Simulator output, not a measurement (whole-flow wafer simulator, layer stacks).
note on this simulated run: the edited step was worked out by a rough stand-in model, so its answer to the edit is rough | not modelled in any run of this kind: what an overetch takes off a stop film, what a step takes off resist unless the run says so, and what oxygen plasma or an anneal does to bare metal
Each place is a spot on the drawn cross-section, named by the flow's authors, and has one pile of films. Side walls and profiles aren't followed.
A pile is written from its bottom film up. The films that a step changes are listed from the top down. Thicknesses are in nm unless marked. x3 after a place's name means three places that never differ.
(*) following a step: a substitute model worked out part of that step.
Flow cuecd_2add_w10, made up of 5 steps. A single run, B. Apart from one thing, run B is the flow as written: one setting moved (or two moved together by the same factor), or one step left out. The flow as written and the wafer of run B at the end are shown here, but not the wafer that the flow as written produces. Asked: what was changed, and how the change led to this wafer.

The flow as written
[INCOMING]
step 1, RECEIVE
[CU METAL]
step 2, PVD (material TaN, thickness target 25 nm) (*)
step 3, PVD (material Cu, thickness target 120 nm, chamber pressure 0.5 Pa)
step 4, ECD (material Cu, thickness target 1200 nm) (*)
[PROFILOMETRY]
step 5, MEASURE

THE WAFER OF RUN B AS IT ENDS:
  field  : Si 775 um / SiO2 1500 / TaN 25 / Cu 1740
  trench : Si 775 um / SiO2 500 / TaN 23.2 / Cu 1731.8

What caused this: step 4, ECD: thickness target 1620 nm was run, while the flow as written has thickness target 1200 nm.

Step by step, how the change led to this:
  step 4, ECD (material Cu, thickness target 1200 nm) (*)
      field, trench: Cu gains 1620 (as written it would have been: Cu gains 1200)
